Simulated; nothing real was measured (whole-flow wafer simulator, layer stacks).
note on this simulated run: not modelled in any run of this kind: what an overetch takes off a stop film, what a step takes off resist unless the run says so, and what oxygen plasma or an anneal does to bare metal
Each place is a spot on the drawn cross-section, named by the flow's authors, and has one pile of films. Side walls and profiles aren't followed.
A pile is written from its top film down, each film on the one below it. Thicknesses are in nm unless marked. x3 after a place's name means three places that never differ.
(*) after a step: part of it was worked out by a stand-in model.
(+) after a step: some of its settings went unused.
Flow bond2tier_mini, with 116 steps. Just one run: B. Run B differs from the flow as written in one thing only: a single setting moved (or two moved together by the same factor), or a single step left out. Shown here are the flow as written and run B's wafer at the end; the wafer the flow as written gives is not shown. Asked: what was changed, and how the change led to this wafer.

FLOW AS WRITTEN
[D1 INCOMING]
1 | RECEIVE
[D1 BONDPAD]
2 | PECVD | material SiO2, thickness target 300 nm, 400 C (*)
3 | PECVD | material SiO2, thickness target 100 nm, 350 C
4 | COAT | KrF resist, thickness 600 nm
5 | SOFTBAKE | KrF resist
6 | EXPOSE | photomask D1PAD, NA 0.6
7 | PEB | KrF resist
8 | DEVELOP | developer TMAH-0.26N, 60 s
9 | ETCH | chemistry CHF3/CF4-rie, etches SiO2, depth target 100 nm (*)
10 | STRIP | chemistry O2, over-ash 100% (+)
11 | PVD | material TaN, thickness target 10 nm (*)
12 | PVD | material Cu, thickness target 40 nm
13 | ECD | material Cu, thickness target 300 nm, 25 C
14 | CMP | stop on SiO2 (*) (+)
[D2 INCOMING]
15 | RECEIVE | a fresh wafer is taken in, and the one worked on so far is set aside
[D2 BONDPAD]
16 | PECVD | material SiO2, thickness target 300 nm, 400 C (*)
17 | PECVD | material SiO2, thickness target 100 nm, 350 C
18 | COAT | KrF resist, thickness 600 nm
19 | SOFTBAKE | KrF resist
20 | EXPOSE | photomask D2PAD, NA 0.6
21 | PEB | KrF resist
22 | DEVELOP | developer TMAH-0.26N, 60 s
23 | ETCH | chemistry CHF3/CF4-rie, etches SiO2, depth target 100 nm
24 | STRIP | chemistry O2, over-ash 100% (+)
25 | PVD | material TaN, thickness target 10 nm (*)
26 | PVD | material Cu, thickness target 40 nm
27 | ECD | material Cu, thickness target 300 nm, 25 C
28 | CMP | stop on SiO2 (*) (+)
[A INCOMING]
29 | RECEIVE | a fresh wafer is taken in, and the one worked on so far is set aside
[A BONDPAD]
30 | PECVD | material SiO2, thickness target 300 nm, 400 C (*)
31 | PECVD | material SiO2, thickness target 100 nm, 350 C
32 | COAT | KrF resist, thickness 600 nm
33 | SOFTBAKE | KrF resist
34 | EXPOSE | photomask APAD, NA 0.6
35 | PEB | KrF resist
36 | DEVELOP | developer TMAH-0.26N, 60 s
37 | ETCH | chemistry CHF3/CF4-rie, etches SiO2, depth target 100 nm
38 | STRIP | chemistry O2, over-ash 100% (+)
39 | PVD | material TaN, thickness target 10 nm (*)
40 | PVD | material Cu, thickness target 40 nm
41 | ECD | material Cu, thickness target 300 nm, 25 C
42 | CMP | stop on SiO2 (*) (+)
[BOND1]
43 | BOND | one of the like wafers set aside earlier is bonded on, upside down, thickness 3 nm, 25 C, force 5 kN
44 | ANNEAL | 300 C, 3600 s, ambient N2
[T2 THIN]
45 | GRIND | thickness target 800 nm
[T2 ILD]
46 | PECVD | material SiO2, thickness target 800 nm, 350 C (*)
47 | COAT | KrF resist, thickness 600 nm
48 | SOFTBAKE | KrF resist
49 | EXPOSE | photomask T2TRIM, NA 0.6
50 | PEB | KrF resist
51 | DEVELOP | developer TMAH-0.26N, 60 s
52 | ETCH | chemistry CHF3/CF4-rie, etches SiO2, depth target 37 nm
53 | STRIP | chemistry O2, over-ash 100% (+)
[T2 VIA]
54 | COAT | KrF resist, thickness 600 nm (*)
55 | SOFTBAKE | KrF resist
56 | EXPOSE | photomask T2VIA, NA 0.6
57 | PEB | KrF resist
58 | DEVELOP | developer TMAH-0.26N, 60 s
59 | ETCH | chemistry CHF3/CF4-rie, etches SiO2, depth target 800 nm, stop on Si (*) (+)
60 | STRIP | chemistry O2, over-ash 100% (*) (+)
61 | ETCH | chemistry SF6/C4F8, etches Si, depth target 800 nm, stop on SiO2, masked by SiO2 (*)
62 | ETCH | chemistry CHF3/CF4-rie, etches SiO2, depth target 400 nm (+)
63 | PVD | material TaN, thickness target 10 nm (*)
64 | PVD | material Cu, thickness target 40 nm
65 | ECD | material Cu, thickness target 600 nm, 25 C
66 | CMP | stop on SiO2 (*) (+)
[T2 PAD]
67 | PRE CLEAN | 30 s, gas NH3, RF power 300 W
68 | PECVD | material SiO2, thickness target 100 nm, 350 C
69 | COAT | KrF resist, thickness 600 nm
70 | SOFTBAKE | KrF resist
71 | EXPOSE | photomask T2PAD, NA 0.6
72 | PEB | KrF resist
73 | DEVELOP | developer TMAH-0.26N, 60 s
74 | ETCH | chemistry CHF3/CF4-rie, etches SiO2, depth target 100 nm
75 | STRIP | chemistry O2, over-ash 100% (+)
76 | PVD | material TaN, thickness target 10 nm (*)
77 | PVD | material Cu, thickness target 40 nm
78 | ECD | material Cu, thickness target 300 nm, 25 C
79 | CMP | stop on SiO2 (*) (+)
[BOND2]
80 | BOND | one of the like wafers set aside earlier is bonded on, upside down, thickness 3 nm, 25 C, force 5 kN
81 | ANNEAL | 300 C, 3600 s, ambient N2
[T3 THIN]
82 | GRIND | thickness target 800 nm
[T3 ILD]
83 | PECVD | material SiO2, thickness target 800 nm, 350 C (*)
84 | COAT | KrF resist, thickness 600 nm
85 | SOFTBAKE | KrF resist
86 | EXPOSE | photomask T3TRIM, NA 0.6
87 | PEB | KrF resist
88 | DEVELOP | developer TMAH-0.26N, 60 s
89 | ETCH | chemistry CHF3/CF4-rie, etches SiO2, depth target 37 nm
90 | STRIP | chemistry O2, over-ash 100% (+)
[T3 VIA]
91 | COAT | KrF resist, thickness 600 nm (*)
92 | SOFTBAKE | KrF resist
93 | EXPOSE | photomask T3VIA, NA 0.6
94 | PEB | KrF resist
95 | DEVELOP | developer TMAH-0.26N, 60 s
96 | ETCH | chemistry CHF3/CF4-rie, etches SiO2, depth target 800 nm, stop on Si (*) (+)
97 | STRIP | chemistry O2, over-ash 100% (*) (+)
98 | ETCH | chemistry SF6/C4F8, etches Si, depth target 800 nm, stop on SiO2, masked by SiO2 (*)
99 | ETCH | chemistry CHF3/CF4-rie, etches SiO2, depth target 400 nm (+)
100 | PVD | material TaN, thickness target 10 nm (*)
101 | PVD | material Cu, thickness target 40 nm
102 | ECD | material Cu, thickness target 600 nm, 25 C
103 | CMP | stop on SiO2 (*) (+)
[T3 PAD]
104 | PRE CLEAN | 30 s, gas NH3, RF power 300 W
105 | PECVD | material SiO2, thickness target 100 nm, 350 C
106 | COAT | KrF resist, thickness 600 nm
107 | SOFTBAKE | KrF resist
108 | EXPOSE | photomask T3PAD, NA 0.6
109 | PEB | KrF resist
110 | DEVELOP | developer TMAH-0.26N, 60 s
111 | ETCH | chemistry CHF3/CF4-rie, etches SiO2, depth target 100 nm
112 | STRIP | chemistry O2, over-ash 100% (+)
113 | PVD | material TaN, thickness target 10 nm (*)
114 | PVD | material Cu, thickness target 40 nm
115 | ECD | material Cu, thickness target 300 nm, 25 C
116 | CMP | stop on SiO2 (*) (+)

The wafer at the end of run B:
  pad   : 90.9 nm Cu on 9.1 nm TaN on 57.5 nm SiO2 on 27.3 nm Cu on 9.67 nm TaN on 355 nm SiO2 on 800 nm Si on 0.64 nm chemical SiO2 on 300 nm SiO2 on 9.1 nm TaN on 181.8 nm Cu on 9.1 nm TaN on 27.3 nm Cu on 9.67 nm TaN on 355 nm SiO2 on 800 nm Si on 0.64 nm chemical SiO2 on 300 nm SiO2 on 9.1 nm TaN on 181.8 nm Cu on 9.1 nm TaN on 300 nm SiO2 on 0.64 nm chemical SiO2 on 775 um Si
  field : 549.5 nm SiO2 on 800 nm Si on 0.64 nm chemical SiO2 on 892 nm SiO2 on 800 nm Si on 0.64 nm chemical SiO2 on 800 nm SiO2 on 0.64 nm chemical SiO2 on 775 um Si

What caused this: step 105, PECVD: thickness target 157.5 nm was run, though the flow has thickness target 100 nm.

Step by step, how the change led to this:
  105 | PECVD | material SiO2, thickness target 100 nm, 350 C
      field: +157.5 SiO2 (in the flow as written it would be: +100 SiO2)
      pad: +157.5 SiO2 (new film) (in the flow as written it would be: +100 SiO2 (new film))
  111 | ETCH | chemistry CHF3/CF4-rie, etches SiO2, depth target 100 nm
      pad: -100 SiO2 (in the flow as written it would be: -100 SiO2 (all of it))
If metal films that touch count as one body, pad has 4 bodies (between them, from the top down: SiO2 57.5; SiO2 355 / Si 800 / chemical SiO2 0.64 / SiO2 300; SiO2 355 / Si 800 / chemical SiO2 0.64 / SiO2 300); the flow as written gives 3 bodies (between them, from the top down: SiO2 355 / Si 800 / chemical SiO2 0.64 / SiO2 300; SiO2 355 / Si 800 / chemical SiO2 0.64 / SiO2 300).
